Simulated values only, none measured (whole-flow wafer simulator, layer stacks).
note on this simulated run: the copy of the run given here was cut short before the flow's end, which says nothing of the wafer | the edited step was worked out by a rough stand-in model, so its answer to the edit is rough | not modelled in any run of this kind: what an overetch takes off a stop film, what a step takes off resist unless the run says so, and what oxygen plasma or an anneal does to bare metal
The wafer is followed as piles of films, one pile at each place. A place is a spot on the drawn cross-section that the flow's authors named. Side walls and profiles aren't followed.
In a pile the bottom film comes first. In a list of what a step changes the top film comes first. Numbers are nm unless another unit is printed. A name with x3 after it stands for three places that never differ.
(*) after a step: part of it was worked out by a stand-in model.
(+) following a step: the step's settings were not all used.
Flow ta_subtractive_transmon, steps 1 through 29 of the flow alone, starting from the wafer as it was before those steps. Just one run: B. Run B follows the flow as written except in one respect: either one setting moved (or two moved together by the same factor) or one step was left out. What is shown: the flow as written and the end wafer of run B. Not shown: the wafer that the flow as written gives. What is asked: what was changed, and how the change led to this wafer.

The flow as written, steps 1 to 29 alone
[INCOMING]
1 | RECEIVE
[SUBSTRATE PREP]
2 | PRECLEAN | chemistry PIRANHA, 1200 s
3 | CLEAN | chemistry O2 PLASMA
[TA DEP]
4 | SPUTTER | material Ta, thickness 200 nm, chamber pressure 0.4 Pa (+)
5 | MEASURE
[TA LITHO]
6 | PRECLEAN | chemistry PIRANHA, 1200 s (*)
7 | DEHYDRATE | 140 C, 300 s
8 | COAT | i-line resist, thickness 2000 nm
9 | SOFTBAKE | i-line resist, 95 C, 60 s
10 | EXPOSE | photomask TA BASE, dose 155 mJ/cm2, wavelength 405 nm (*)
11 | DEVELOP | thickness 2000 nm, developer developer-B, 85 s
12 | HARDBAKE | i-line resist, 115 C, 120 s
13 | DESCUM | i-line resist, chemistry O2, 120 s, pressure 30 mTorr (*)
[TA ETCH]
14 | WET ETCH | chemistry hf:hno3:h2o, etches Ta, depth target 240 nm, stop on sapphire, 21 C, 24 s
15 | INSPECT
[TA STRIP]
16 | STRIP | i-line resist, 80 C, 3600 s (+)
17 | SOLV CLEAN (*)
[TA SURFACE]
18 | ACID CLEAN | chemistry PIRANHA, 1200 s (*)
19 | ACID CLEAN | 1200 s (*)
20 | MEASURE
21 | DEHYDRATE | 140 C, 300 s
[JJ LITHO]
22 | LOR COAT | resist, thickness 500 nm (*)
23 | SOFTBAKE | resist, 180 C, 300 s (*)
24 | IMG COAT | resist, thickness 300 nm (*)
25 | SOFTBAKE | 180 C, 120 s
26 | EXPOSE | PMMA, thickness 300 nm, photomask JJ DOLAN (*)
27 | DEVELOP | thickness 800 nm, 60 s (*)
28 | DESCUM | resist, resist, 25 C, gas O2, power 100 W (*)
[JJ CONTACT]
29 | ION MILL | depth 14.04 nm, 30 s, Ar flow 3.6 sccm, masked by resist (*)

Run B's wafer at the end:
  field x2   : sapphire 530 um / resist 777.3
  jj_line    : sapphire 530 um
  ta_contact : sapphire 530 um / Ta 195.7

The reason: step 29, ION MILL: depth 5.965 nm was run, though the flow has depth 14.04 nm; step 29, ION MILL: 12.8 s was run, where the flow has 30 s.

How this came from the change, step by step:
  29 | ION MILL | depth 14.04 nm, 30 s, Ar flow 3.6 sccm, masked by resist (*)
      field x2, ta_pad: resist loses 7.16 (as written it would have been: resist loses 16.8)
      jj_line, lead: sapphire loses 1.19 (as written it would have been: sapphire loses 2.8)
      (also at 1 further place)
